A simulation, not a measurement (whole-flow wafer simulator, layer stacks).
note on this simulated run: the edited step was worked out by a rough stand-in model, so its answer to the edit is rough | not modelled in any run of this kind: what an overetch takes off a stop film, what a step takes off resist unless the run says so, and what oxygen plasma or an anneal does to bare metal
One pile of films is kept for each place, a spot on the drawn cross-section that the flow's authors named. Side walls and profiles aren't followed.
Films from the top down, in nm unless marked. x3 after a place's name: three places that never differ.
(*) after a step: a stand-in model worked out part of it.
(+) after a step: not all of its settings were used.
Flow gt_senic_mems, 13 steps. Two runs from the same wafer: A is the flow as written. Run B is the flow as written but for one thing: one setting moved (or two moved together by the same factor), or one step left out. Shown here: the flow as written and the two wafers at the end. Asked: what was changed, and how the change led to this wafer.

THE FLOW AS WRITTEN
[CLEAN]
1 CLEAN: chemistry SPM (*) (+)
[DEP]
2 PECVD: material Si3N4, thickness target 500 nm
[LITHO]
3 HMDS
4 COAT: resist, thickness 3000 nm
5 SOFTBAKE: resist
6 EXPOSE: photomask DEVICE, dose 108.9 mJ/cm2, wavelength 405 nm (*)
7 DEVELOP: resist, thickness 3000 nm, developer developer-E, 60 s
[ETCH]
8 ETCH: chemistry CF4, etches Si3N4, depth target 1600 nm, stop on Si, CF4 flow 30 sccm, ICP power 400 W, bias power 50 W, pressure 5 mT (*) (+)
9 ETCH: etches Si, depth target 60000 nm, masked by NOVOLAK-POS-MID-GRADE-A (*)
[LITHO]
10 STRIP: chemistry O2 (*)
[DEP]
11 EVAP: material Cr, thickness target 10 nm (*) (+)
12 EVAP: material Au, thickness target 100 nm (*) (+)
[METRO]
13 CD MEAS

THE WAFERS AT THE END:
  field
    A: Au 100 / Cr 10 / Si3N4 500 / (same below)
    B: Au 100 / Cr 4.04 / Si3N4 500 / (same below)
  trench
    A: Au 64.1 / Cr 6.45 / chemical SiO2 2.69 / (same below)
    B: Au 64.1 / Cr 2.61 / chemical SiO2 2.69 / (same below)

The cause: step 11, EVAP: thickness target 4.04 nm was run, where the flow has thickness target 10 nm.
It can be read off the wafer: field has Cr 4.04, and step 11 as written asks for 10 nm.

How the change led to this, step by step:
  11 EVAP: material Cr, thickness target 10 nm (*) (+)
      field: A Cr +10 (new film) | B Cr +4.04 (new film)
      trench: A Cr +6.45 (new film) | B Cr +2.61 (new film)
